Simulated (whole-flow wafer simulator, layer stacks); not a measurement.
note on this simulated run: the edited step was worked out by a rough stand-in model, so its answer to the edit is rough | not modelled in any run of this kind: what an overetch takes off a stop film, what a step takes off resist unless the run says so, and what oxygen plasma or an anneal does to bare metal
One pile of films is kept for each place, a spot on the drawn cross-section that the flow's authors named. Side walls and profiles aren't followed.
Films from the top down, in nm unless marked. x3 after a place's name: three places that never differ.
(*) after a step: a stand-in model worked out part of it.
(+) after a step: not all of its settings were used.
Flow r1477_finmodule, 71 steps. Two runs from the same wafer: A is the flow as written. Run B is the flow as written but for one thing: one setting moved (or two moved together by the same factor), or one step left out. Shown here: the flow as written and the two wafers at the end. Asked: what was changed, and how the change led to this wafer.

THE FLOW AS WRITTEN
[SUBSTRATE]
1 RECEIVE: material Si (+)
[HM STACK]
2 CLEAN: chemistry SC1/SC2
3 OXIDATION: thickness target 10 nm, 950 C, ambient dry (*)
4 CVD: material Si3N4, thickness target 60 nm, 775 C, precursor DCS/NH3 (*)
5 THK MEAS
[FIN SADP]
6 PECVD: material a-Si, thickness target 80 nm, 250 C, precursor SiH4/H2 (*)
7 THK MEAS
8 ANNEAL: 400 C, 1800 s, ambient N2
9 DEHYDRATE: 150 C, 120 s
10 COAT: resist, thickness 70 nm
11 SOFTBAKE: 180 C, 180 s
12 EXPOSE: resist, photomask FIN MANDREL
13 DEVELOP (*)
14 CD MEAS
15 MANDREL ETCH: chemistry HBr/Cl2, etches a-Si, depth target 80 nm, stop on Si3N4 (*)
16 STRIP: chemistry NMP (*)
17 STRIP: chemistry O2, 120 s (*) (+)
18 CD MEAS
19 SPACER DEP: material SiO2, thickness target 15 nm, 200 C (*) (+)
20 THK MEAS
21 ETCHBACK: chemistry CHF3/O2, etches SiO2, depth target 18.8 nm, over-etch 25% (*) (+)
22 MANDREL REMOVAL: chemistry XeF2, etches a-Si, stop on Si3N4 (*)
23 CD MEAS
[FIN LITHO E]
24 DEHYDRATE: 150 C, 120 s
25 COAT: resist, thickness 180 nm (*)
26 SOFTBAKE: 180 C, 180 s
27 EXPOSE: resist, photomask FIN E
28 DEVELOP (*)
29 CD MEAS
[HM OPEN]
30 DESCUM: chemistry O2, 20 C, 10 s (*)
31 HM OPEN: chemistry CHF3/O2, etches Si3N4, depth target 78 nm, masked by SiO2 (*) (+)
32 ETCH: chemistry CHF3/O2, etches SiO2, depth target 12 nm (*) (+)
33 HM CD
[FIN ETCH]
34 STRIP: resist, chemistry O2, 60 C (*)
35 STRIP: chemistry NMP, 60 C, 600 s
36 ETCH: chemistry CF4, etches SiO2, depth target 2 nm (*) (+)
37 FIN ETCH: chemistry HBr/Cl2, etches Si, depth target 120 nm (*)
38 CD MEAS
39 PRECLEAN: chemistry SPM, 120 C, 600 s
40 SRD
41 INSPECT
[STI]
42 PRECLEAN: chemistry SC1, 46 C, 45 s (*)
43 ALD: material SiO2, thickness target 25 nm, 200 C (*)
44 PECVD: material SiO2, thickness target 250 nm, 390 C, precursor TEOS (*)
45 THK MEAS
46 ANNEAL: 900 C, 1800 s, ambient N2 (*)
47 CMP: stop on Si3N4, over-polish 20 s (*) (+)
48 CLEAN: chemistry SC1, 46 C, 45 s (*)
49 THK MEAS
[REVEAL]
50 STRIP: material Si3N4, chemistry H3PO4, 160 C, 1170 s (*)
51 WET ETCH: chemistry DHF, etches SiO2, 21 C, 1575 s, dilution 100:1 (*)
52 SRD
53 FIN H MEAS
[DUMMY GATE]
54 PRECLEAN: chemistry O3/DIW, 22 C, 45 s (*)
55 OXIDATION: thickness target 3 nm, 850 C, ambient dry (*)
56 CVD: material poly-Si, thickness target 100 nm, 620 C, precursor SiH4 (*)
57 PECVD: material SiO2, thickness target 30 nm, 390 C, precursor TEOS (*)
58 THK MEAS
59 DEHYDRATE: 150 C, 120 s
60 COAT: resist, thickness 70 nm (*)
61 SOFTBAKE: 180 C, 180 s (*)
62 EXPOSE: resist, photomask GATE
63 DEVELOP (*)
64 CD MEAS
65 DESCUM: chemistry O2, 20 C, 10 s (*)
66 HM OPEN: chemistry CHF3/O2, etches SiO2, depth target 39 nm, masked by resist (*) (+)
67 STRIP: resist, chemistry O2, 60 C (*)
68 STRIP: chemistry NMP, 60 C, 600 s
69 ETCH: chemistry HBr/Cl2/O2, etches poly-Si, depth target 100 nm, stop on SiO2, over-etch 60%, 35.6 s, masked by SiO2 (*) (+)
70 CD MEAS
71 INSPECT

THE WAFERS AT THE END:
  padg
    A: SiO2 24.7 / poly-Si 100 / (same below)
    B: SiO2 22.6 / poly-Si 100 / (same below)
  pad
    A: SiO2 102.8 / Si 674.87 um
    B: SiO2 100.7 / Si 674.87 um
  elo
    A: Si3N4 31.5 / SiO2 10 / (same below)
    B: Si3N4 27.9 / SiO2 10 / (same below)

The cause: step 69, ETCH: depth target 140 nm was run, where the flow has depth target 100 nm; step 69, ETCH: 49.8 s was run, where the flow has 35.6 s.

How the change led to this, step by step:
  69 ETCH: chemistry HBr/Cl2/O2, etches poly-Si, depth target 100 nm, stop on SiO2, over-etch 60%, 35.6 s, masked by SiO2 (*) (+)
      padg, elg, esg and 15 more: A SiO2 -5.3 | B SiO2 -7.42
      pad, eso, e40so and 8 more: A chemical SiO2 -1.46 (all of it), poly-Si -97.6 (all of it), SiO2 -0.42 | B chemical SiO2 -1.46 (all of it), poly-Si -97.6 (all of it), SiO2 -2.54
      (and at 7 more places)
